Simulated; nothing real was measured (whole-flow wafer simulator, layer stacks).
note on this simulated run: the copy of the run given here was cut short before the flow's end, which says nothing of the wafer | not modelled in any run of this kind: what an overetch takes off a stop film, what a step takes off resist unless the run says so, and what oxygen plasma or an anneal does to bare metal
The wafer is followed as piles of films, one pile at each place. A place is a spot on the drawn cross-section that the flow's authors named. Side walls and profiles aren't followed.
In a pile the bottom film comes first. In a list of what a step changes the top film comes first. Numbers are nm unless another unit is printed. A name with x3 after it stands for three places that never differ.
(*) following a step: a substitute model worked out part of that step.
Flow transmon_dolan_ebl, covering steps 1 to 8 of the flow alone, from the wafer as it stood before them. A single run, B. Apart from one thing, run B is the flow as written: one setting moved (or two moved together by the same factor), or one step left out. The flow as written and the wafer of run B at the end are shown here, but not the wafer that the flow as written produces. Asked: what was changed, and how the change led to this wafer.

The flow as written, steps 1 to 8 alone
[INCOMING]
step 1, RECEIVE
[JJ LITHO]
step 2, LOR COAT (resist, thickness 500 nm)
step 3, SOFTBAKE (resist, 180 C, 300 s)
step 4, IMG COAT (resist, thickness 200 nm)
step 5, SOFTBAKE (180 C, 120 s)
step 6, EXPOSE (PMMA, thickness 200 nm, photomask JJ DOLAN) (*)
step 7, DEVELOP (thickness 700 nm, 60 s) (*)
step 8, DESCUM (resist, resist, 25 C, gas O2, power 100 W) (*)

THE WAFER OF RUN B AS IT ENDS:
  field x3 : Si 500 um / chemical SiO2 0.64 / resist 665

The reason: step 4, IMG COAT: thickness 180 nm was run, whereas the flow has thickness 200 nm.

How this came from the change, step by step:
  step 4, IMG COAT (resist, thickness 200 nm)
      field x3, jj_line: +180 resist (in the flow as written it would be: +200 resist)
  step 7, DEVELOP (thickness 700 nm, 60 s) (*)
      jj_line: -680 resist (all of it) (in the flow as written it would be: -700 resist (all of it))
